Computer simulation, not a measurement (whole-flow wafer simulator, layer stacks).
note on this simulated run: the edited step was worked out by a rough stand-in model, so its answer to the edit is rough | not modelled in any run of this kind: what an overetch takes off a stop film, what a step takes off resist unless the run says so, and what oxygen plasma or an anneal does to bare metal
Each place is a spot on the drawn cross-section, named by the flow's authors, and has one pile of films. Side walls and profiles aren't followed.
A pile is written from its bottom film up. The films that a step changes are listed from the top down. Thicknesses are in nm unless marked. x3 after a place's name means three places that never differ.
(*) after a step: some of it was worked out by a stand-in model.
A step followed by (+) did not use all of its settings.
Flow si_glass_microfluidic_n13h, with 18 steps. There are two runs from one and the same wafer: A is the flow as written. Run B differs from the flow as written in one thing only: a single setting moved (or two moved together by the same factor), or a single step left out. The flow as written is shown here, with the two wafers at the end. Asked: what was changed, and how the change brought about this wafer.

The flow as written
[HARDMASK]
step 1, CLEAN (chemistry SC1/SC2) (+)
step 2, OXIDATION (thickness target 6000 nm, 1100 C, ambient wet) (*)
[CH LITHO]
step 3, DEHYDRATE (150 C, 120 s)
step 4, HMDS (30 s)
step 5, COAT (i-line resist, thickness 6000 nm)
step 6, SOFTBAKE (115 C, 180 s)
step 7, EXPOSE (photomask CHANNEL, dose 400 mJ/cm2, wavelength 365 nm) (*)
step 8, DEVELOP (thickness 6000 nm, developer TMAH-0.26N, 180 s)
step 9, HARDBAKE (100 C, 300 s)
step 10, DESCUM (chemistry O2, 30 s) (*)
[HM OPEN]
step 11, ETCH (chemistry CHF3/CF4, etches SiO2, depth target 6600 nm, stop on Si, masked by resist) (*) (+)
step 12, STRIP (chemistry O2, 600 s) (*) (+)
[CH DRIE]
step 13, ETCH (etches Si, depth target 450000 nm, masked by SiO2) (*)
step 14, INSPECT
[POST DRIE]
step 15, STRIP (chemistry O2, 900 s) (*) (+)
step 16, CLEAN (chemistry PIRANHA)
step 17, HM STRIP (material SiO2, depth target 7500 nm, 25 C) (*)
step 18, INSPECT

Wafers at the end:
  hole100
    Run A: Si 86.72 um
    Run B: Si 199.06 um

What caused this: step 13, ETCH: depth target 337500 nm was run, while the flow as written has depth target 450000 nm.

How this came from the change, step by step:
  step 13, ETCH (etches Si, depth target 450000 nm, masked by SiO2) (*)
      land: A -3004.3 SiO2 | B -2255.3 SiO2
      hole100: A -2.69 chemical SiO2 (all of it), -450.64 um Si | B -2.69 chemical SiO2 (all of it), -338.3 um Si
  step 17, HM STRIP (material SiO2, depth target 7500 nm, 25 C) (*)
      land: A -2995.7 SiO2 (all of it) | B -3744.7 SiO2 (all of it)
